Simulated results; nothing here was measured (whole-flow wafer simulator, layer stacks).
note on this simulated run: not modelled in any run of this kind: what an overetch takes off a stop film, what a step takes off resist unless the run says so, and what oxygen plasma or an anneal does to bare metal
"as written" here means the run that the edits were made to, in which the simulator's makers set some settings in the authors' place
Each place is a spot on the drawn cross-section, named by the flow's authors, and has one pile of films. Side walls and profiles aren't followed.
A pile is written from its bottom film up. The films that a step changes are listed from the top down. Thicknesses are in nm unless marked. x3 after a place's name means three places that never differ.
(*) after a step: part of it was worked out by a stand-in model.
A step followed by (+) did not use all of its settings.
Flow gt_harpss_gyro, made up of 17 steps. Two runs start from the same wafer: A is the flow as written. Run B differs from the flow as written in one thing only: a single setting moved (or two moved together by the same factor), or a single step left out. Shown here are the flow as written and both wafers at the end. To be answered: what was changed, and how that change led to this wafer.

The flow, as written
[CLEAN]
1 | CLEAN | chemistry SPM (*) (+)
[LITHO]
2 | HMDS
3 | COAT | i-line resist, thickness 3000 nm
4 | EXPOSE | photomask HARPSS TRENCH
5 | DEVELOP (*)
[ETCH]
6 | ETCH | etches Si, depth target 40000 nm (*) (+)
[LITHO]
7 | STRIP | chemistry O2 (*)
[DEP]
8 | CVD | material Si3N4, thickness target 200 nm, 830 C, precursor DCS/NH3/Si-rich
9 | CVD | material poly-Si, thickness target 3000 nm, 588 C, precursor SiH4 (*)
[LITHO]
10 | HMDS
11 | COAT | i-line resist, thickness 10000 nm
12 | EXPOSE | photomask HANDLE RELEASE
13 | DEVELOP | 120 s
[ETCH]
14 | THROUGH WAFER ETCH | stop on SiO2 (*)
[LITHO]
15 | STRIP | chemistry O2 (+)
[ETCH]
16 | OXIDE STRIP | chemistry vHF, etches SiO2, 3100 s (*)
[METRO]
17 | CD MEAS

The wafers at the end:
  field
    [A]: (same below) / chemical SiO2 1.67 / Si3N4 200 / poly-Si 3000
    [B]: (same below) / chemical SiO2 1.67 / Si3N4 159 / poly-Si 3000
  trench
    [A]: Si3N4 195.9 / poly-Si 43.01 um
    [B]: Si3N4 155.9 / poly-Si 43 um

Cause: step 8, CVD: thickness target 159 nm was run, though the flow has thickness target 200 nm.
The wafer itself shows it: field has Si3N4 159, and step 8 as written asks for 200 nm.

How this came from the change, step by step:
  8 | CVD | material Si3N4, thickness target 200 nm, 830 C, precursor DCS/NH3/Si-rich
      field: A Si3N4 gains 200 (new film) | B Si3N4 gains 159 (new film)
      trench: A Si3N4 gains 195.9 (new film) | B Si3N4 gains 155.9 (new film)
  9 | CVD | material poly-Si, thickness target 3000 nm, 588 C, precursor SiH4 (*)
      trench: A poly-Si gains 43.01 um (new film) | B poly-Si gains 43 um (new film)
